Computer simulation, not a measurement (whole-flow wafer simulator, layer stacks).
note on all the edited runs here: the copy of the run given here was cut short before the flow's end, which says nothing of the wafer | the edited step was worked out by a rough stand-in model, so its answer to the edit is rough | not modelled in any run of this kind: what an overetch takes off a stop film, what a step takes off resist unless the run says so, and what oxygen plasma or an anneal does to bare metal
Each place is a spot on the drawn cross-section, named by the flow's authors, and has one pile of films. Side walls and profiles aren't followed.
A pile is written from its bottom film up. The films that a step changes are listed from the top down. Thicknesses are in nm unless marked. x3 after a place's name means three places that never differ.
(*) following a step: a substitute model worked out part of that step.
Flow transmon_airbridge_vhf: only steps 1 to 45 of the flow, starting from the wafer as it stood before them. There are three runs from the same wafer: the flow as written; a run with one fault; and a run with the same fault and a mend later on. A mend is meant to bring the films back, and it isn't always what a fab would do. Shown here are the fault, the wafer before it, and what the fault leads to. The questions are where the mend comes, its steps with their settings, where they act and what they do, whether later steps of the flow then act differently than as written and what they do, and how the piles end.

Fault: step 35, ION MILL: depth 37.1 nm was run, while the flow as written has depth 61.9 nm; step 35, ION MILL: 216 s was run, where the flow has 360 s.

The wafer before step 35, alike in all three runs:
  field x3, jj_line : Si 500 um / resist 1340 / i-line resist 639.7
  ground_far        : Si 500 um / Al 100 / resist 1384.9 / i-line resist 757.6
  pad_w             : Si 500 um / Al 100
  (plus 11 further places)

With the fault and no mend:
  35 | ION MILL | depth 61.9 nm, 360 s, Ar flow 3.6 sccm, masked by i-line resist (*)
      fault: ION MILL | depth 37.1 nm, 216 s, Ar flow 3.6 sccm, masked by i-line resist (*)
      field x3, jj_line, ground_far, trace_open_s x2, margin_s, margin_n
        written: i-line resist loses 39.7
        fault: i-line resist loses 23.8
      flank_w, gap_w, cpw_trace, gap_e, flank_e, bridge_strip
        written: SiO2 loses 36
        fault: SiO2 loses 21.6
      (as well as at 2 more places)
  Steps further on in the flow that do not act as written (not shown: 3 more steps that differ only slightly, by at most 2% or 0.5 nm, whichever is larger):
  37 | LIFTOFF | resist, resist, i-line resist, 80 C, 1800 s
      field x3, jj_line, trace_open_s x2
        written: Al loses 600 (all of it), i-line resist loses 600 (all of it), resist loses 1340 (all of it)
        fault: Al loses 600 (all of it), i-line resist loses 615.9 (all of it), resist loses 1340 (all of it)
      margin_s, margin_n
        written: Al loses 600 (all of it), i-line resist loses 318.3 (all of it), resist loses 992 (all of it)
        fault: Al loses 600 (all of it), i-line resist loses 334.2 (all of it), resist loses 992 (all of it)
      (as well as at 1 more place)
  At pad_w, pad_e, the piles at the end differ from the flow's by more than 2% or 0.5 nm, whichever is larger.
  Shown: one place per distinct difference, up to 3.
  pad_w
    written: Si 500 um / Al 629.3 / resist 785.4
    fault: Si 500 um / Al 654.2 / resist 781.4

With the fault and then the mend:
  The mend follows step 35.
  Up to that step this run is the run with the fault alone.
  35a | ION MILL | depth 24.8 nm, 144.2 s, Ar flow 3.6 sccm, masked by i-line resist (*) (the flow's step 35, run once more with other settings)
      field x3, jj_line, ground_far, trace_open_s x2, margin_s, margin_n
        i-line resist loses 15.9
      flank_w, gap_w, cpw_trace, gap_e, flank_e, bridge_strip
        SiO2 loses 14.4
      pad_w, pad_e
        Al loses 24.8
  None of the later steps of the flow differs from how it acts as written, at any place that is followed, by more than 2% or 0.5 nm, whichever is larger.
  At every place that both follow, the piles at the end match the flow's.
